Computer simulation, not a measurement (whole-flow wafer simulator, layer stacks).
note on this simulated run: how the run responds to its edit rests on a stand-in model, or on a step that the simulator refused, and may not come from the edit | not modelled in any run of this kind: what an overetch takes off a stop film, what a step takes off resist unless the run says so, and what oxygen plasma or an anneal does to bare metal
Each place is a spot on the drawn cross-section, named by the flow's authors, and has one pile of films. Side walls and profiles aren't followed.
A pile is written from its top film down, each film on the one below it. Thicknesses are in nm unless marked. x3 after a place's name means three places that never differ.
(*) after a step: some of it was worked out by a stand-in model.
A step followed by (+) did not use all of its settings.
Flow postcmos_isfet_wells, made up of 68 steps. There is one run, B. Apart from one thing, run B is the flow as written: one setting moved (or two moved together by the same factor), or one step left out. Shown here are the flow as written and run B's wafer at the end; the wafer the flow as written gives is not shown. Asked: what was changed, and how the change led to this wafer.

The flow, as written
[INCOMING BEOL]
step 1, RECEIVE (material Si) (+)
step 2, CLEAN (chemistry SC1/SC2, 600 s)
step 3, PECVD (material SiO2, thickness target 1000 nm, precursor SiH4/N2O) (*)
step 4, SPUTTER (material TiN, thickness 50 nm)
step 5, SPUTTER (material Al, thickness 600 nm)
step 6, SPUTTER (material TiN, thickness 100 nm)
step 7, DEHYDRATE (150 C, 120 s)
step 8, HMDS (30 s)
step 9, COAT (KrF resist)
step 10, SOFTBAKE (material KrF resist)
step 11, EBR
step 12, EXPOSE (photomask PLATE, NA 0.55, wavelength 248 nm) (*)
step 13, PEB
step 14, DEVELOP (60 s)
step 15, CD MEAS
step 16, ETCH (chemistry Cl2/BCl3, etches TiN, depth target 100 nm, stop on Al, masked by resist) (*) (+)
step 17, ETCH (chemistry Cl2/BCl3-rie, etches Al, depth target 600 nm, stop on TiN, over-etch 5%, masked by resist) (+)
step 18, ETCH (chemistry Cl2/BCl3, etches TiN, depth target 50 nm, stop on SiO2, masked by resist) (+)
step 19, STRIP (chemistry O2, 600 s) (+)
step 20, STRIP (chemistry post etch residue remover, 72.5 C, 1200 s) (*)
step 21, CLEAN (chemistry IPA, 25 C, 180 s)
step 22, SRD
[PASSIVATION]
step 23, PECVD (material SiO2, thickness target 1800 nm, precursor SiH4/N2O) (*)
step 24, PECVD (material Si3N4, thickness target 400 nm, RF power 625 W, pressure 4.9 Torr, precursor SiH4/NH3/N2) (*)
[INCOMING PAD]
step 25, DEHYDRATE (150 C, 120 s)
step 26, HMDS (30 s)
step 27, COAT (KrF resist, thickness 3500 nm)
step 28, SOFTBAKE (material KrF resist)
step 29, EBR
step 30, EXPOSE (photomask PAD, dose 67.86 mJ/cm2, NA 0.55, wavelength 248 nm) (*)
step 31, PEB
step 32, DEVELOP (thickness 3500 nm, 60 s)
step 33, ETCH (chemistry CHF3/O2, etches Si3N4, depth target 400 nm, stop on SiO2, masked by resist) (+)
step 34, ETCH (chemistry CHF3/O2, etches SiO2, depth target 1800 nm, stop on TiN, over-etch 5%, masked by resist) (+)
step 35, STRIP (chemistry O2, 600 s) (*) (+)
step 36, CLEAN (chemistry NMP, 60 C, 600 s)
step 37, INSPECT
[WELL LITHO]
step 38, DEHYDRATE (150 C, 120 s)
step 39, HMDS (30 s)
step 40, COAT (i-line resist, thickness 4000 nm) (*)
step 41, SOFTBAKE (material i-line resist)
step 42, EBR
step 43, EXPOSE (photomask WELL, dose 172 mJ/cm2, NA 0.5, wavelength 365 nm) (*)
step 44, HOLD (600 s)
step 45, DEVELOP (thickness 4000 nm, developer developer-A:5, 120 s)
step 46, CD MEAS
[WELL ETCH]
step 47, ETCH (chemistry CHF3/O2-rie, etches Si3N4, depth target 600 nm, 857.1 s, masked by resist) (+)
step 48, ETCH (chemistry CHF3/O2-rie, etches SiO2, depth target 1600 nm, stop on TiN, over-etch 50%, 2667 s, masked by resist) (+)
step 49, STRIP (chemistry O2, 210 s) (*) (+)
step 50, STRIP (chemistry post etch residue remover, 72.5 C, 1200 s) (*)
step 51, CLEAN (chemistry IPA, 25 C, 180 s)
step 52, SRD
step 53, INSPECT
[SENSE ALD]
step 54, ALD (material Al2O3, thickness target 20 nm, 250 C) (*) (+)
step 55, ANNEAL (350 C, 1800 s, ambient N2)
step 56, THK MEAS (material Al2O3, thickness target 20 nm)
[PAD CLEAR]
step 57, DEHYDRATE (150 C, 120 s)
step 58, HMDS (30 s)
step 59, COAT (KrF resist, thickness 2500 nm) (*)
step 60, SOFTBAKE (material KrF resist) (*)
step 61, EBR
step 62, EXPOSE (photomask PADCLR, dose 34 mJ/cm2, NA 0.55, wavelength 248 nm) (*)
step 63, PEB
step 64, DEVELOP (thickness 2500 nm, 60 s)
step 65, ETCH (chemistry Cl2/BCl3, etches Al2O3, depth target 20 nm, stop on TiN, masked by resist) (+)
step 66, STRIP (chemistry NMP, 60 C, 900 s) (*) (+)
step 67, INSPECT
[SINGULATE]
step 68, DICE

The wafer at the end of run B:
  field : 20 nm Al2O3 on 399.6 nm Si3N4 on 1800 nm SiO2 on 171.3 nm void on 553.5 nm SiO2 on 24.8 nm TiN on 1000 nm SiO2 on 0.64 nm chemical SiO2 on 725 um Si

The reason: step 17, ETCH: depth target 540 nm was run, whereas the flow has depth target 600 nm.

How this came from the change, step by step:
  step 17, ETCH (chemistry Cl2/BCl3-rie, etches Al, depth target 600 nm, stop on TiN, over-etch 5%, masked by resist) (+)
      field: -540 Al (as written it would have been: -600 Al (all of it))
      margin, well900, well1300, well2000, well3000, pad_rim, pad_clr, pad_open: -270 KrF resist (as written it would have been: -300 KrF resist)
  step 18, ETCH (chemistry Cl2/BCl3, etches TiN, depth target 50 nm, stop on SiO2, masked by resist) (+)
      field: -60 Al (all of it), -24.8 TiN (as written it would have been: -50 TiN (all of it))
  step 19, STRIP (chemistry O2, 600 s) (+)
      margin, well900, well1300, well2000, well3000, pad_rim, pad_clr, pad_open: -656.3 KrF resist (all of it) (as written it would have been: -626.3 KrF resist (all of it))
  step 23, PECVD (material SiO2, thickness target 1800 nm, precursor SiH4/N2O) (*)
      field: +1800 SiO2 (new film), +171.3 void (new film), +553.5 SiO2 (new film) (as written it would have been: +1800 SiO2 (new film), +189.9 void (new film), +559.7 SiO2)
With metal films that touch counted as one body, field has 1 body; the flow as written gives 0 bodies.
